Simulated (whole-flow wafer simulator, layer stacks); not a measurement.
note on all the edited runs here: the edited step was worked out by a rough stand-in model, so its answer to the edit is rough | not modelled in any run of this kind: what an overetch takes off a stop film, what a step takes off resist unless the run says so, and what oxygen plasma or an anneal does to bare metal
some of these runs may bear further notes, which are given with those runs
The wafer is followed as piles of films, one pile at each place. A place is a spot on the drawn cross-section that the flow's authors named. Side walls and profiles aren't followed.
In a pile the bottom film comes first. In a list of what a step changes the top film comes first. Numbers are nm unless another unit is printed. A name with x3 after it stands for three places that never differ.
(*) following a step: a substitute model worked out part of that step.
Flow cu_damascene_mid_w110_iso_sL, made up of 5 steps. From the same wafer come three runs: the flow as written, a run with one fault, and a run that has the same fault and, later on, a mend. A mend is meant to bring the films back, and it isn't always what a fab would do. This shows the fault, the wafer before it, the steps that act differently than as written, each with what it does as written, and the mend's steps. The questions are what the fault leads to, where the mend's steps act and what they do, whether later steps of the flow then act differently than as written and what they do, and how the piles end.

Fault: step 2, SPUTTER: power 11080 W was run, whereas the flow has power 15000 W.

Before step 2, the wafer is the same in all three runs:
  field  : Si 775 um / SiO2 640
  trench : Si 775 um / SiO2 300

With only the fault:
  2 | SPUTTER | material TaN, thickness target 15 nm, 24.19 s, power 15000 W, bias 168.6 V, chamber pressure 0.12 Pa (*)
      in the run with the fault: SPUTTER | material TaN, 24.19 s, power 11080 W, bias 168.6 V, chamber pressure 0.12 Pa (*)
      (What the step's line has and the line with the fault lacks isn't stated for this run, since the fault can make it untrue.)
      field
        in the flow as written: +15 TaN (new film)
        in the run with the fault: +11.1 TaN (new film)
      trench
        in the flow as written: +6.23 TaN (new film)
        in the run with the fault: +4.6 TaN (new film)
  Every later step of the flow that is run acts as written, at every place that is followed, to within 2% or 0.5 nm, whichever is larger.
  The piles end different from the flow's at field, trench by more than 2% or 0.5 nm, whichever is larger.
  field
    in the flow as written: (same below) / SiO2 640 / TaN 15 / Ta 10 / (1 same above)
    in the run with the fault: (same below) / SiO2 640 / TaN 11.1 / Ta 10 / (1 same above)
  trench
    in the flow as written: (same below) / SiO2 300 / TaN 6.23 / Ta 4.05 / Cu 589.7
    in the run with the fault: (same below) / SiO2 300 / TaN 4.6 / Ta 4.1 / Cu 587.4

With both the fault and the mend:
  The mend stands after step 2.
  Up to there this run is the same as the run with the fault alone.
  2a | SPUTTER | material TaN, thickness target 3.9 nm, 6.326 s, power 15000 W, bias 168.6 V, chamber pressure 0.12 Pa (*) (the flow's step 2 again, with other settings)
      field
        +3.9 TaN
      trench
        +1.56 TaN
  Every later step of the flow that is run acts as written at every place that is followed.
  The piles end only slightly different from the flow's at the places that both follow, by no more than 2% or 0.5 nm, whichever is larger.
